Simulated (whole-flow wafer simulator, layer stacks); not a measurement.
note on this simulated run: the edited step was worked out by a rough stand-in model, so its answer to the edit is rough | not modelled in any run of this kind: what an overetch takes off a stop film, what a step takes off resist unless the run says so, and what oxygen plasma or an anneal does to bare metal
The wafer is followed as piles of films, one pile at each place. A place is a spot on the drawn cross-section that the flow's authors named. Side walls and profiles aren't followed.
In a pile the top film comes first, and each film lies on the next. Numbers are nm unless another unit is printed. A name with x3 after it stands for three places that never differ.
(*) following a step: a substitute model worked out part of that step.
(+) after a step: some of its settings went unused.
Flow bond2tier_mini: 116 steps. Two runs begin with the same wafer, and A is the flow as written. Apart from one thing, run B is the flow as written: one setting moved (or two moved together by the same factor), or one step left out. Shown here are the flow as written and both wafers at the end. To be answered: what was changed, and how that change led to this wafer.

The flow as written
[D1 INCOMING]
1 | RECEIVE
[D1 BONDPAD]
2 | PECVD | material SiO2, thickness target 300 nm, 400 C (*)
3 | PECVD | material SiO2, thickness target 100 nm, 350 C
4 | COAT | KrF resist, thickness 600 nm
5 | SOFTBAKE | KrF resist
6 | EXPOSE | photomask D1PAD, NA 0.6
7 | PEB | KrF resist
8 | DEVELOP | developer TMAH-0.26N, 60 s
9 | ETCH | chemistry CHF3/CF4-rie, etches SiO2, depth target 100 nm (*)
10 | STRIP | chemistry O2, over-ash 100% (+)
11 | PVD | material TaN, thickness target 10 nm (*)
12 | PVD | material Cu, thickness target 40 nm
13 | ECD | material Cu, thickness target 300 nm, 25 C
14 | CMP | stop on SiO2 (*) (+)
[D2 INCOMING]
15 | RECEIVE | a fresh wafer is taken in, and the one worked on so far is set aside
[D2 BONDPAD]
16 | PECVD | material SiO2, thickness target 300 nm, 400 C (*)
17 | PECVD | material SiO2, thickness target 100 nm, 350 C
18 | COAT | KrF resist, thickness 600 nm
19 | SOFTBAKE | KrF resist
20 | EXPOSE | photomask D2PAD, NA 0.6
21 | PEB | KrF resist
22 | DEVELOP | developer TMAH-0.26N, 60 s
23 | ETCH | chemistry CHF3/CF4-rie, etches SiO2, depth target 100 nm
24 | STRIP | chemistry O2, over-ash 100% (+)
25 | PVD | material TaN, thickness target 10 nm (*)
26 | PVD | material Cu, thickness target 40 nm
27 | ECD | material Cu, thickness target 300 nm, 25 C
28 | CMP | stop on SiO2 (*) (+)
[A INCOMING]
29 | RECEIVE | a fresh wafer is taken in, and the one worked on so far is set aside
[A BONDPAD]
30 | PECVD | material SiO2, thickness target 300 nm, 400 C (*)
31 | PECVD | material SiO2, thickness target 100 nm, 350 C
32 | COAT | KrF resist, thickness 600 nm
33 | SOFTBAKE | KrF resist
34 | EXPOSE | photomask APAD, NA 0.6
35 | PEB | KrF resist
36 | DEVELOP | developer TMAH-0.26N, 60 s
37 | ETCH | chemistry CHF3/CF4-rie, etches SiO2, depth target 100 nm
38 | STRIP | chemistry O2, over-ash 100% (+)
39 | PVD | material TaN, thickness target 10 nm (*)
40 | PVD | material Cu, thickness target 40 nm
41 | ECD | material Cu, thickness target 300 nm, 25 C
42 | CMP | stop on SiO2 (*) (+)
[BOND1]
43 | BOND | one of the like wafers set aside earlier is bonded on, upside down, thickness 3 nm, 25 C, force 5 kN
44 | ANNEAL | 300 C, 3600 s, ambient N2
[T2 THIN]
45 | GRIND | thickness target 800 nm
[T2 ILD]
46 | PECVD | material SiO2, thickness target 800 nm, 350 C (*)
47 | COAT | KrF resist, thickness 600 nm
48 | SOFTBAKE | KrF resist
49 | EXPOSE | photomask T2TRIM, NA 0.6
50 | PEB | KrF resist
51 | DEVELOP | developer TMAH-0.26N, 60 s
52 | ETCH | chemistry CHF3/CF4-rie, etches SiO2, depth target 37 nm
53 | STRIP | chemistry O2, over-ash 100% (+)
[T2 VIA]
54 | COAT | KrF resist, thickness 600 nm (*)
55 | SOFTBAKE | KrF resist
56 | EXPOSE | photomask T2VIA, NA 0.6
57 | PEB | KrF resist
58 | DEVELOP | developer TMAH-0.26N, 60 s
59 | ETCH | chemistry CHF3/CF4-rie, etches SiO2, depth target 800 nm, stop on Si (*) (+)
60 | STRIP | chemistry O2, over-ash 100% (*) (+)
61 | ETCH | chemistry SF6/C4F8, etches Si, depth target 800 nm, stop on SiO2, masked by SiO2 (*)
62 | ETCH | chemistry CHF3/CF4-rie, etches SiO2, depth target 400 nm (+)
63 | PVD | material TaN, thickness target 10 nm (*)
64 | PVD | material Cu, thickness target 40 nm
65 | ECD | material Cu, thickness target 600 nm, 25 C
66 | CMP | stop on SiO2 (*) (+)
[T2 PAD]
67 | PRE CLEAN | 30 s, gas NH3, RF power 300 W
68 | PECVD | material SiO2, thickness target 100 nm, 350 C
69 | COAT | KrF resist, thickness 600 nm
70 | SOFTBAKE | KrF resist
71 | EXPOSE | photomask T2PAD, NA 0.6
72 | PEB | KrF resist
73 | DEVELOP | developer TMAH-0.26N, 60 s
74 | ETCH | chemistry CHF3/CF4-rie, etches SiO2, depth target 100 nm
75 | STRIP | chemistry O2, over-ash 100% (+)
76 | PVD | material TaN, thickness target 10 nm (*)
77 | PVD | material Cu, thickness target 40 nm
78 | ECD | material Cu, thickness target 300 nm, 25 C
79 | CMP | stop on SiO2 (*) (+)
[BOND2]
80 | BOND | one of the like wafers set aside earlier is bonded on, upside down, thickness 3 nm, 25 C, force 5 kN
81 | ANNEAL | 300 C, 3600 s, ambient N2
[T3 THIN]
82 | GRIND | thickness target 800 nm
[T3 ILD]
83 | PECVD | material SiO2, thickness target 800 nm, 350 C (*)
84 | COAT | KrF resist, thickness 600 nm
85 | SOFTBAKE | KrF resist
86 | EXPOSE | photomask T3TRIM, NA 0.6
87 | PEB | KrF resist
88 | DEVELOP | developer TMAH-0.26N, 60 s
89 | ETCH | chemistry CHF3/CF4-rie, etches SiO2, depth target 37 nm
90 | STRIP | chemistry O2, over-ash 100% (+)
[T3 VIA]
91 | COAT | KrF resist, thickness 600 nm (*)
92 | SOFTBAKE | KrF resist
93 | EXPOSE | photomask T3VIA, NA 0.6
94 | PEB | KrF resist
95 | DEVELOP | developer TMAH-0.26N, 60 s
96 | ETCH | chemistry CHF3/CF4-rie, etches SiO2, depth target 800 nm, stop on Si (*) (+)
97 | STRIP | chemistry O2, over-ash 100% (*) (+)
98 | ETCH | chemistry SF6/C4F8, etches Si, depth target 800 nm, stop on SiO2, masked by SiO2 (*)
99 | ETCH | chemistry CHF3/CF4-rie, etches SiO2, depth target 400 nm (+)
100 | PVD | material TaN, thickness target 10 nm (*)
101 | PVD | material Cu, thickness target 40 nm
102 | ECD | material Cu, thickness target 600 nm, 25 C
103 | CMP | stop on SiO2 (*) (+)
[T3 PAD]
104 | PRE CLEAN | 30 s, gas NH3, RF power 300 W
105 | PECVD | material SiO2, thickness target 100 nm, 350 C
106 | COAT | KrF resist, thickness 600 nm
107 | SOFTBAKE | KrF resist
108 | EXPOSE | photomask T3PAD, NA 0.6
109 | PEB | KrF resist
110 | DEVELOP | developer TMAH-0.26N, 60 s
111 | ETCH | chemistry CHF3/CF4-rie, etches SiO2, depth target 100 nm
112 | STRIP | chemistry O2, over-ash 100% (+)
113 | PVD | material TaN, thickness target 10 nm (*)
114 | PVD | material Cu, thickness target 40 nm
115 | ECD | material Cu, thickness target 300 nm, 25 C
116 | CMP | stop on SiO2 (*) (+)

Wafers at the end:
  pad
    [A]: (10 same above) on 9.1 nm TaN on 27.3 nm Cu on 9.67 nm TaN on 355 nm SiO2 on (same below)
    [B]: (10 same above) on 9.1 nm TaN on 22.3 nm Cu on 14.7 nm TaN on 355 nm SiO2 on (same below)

The reason: step 63, PVD: thickness target 15.2 nm was run, while the flow as written has thickness target 10 nm.

Step by step, how the change led to this:
  63 | PVD | material TaN, thickness target 10 nm (*)
      field: A +10 TaN (new film) | B +15.2 TaN (new film)
      pad: A +9.67 TaN (new film) | B +14.7 TaN (new film)
  66 | CMP | stop on SiO2 (*) (+)
      field: A -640 Cu (all of it), -10 TaN (all of it) | B -640 Cu (all of it), -15.2 TaN (all of it)
